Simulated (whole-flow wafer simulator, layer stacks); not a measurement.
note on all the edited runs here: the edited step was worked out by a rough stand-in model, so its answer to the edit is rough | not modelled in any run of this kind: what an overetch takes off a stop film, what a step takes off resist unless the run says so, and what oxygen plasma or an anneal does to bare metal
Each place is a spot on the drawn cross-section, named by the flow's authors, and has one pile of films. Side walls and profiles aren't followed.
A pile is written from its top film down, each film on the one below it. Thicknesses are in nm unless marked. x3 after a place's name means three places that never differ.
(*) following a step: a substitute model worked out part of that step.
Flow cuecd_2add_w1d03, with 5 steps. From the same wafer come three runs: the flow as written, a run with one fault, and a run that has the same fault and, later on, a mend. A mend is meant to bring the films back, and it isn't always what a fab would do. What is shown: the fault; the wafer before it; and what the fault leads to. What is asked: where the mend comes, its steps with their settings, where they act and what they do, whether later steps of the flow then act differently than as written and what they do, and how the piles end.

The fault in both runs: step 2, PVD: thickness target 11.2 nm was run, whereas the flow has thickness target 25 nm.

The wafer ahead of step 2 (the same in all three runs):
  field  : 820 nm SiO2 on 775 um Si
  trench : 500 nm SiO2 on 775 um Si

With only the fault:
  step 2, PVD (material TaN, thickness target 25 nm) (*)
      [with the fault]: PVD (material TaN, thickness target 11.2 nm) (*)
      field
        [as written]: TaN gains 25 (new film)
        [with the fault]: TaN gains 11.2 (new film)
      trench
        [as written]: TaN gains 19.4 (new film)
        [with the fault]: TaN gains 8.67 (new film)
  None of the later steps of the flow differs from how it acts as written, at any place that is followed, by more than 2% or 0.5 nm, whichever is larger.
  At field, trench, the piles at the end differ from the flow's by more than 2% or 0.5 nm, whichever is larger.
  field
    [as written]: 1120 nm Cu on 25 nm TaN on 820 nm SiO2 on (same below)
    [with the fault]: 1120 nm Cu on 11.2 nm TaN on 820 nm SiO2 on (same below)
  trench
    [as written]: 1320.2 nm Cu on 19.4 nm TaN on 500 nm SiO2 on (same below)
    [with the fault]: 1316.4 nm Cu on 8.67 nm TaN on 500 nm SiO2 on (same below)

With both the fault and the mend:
  The mend follows step 2.
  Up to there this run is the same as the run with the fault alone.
  step 2a, PVD (material TaN, thickness target 13.8 nm) (*) (the flow's step 2 again, with other settings)
      field
        TaN gains 13.8
      trench
        TaN gains 10.6
  None of the later steps of the flow differs from how it acts as written, at any place that is followed, by more than 2% or 0.5 nm, whichever is larger.
  At the end the piles are close to the flow's at the places that both follow, differing by at most 2% or 0.5 nm, whichever is larger.
